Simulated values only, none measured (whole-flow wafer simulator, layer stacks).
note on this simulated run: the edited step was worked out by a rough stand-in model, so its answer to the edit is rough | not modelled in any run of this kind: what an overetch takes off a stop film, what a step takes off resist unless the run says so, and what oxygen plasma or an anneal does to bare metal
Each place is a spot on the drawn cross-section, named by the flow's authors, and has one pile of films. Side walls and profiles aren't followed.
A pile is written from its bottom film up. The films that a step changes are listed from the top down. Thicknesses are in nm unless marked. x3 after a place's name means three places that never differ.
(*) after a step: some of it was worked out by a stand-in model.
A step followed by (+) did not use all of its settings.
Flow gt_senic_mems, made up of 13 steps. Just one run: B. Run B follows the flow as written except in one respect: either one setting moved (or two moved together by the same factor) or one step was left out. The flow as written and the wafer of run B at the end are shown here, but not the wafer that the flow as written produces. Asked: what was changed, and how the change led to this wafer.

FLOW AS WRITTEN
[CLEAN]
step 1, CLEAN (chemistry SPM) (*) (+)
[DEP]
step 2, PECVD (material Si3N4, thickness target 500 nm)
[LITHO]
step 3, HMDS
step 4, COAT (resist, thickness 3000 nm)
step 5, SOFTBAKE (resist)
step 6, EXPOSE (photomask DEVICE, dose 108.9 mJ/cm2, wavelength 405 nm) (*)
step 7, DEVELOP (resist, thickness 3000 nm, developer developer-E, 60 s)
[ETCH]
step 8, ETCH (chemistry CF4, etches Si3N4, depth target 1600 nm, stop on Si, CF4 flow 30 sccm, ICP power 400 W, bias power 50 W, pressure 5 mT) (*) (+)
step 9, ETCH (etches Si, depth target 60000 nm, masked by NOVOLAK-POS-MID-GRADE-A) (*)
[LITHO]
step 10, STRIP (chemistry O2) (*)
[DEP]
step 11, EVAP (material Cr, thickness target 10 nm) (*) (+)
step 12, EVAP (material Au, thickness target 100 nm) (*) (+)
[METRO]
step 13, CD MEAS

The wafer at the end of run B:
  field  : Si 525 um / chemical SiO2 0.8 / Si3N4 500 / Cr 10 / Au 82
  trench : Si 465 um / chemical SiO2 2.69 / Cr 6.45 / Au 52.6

What caused this: step 12, EVAP: thickness target 82 nm was run, while the flow as written has thickness target 100 nm.
The wafer itself shows it: field has Au 82, and step 12 as written asks for 100 nm.

Step by step, how the change led to this:
  step 12, EVAP (material Au, thickness target 100 nm) (*) (+)
      field: Au gains 82 (new film) (as written it would have been: Au gains 100 (new film))
      trench: Au gains 52.6 (new film) (as written it would have been: Au gains 64.1 (new film))
